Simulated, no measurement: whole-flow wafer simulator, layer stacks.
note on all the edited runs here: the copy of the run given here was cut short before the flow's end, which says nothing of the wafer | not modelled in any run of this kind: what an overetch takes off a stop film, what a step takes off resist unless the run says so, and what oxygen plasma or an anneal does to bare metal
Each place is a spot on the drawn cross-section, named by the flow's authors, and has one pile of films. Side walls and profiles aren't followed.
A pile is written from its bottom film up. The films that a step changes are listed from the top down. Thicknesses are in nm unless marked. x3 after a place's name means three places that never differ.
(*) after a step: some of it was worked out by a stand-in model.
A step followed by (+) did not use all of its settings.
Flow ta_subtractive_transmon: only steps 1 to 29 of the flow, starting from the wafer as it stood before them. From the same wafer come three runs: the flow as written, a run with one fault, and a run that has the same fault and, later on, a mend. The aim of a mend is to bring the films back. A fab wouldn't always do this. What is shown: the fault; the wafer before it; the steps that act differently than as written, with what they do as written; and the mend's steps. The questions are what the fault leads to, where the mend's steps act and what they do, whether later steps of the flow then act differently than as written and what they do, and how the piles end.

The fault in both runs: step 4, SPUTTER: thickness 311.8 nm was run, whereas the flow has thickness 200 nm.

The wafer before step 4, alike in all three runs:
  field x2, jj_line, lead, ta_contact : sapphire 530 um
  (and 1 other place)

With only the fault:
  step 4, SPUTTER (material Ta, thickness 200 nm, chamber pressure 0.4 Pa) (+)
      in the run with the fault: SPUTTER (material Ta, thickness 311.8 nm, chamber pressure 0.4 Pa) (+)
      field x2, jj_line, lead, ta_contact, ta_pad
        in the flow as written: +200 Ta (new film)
        in the run with the fault: +311.8 Ta (new film)
  Later steps of the flow acting differently than as written (3 other steps are not shown; they differ only slightly, by no more than 2% or 0.5 nm, whichever is larger):
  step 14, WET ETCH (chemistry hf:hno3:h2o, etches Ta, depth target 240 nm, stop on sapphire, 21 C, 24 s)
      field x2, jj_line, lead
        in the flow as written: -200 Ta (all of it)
        in the run with the fault: -240 Ta
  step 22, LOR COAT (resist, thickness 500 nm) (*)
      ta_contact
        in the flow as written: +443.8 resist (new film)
        in the run with the fault: +433.7 resist (new film)
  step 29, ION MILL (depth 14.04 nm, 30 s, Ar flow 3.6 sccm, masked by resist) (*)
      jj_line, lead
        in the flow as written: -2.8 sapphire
        in the run with the fault: -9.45 Ta
  The piles end different from the flow's at field x2, jj_line, lead, ta_contact, ta_pad by more than 2% or 0.5 nm, whichever is larger.
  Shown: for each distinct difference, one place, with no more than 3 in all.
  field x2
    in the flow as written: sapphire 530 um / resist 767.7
    in the run with the fault: sapphire 530 um / Ta 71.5 / resist 767.7
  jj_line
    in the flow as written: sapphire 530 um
    in the run with the fault: sapphire 530 um / Ta 62.1
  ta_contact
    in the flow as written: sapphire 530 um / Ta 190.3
    in the run with the fault: sapphire 530 um / Ta 302.1

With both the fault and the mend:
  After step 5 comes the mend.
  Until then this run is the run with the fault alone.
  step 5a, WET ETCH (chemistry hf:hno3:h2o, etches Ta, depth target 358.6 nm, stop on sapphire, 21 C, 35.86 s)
      field x2, jj_line, lead, ta_contact, ta_pad
        -311.8 Ta (all of it)
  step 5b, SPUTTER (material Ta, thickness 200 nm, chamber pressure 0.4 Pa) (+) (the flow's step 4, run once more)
      field x2, jj_line, lead, ta_contact, ta_pad
        +200 Ta (new film)
  Later steps of the flow that are run all act as written at every place that is followed.
  By the end, the piles equal the flow's at every place that both follow.
